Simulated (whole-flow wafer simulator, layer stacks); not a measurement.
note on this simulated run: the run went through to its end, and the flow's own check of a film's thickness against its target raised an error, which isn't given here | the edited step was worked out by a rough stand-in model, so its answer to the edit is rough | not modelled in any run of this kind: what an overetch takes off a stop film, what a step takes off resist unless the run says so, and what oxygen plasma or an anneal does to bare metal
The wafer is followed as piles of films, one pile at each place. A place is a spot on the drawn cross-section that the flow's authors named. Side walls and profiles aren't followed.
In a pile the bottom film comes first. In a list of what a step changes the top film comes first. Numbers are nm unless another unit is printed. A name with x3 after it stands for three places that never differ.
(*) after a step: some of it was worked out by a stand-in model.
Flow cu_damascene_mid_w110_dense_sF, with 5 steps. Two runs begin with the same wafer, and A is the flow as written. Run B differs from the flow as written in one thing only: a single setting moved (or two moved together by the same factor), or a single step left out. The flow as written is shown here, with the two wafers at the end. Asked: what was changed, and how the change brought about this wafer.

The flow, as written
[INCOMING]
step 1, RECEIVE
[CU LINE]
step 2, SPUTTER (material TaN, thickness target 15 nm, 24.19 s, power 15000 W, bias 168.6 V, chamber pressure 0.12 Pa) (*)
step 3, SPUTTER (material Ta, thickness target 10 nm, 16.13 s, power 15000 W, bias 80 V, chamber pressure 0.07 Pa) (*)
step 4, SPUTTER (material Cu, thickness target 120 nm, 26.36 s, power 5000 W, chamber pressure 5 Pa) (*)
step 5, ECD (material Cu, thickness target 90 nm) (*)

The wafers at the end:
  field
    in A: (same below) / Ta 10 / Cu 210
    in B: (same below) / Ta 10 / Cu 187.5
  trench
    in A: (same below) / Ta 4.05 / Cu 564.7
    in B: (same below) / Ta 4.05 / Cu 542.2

What caused this: step 5, ECD: thickness target 67.5 nm was run, whereas the flow has thickness target 90 nm.

How this came from the change, step by step:
  step 5, ECD (material Cu, thickness target 90 nm) (*)
      field: A Cu gains 90 | B Cu gains 67.5
      trench: A Cu gains 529 | B Cu gains 506.5
